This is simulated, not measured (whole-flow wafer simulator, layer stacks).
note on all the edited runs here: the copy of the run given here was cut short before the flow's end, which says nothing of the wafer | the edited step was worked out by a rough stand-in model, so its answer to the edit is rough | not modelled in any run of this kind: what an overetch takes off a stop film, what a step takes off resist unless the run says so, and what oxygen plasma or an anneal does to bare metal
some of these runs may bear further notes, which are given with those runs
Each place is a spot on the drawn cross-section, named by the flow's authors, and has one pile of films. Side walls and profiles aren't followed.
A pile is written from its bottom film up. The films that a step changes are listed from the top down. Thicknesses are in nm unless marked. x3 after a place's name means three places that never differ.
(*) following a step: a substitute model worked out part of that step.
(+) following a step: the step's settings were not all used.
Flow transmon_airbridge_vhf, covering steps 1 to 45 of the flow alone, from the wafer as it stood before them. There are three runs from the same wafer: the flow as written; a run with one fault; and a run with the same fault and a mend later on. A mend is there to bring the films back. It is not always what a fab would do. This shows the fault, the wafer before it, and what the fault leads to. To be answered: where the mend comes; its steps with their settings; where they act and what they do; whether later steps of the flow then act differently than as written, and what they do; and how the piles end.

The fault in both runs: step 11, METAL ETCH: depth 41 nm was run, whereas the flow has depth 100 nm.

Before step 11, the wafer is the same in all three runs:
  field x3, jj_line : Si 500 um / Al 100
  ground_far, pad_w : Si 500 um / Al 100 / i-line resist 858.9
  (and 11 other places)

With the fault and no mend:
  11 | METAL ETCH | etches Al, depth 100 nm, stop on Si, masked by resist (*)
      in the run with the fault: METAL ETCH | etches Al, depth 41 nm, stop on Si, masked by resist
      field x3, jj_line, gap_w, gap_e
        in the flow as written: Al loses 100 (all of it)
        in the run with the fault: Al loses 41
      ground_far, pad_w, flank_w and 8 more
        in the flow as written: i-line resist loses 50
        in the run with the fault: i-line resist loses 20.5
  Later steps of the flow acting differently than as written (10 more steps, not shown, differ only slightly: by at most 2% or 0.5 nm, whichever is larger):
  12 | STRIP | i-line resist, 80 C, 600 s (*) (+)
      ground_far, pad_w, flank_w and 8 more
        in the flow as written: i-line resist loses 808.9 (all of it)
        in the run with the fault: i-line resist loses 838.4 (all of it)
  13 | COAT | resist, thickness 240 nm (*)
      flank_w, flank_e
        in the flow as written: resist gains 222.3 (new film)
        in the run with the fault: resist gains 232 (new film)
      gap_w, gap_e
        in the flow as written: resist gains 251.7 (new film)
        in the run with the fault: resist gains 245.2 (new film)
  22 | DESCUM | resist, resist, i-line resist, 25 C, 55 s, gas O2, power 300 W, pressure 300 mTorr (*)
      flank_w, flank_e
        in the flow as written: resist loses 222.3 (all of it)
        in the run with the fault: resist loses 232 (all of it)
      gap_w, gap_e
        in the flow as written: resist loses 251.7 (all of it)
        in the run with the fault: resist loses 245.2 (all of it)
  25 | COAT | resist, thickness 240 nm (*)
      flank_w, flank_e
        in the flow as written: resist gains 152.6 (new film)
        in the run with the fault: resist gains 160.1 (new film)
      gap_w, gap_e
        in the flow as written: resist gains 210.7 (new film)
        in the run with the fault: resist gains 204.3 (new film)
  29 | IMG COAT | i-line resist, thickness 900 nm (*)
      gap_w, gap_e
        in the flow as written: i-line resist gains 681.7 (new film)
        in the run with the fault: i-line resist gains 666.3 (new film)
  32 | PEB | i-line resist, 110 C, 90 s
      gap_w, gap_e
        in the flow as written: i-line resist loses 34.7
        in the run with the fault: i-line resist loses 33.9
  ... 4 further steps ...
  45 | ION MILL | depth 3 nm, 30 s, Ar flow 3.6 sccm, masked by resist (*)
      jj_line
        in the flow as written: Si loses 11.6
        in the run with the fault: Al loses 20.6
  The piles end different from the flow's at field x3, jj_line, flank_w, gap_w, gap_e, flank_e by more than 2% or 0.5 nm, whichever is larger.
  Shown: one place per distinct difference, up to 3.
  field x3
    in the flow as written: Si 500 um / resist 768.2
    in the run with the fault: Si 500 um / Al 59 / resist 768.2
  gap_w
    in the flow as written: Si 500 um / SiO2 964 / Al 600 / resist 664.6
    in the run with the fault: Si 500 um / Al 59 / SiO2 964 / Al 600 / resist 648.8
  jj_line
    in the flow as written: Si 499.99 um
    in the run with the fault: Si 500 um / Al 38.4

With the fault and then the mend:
  The mend stands after step 11.
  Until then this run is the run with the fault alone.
  11a | METAL ETCH | etches Al, depth 59 nm, stop on Si, masked by resist (*) (the flow's step 11, run once more with other settings)
      ground_far, pad_w, flank_w and 8 more
        i-line resist loses 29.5
      field x3, jj_line, gap_w, gap_e
        Al loses 59 (all of it)
  Later steps of the flow that are run all act as written at every place that is followed.
  The piles end the same as the flow's at every place that both follow.
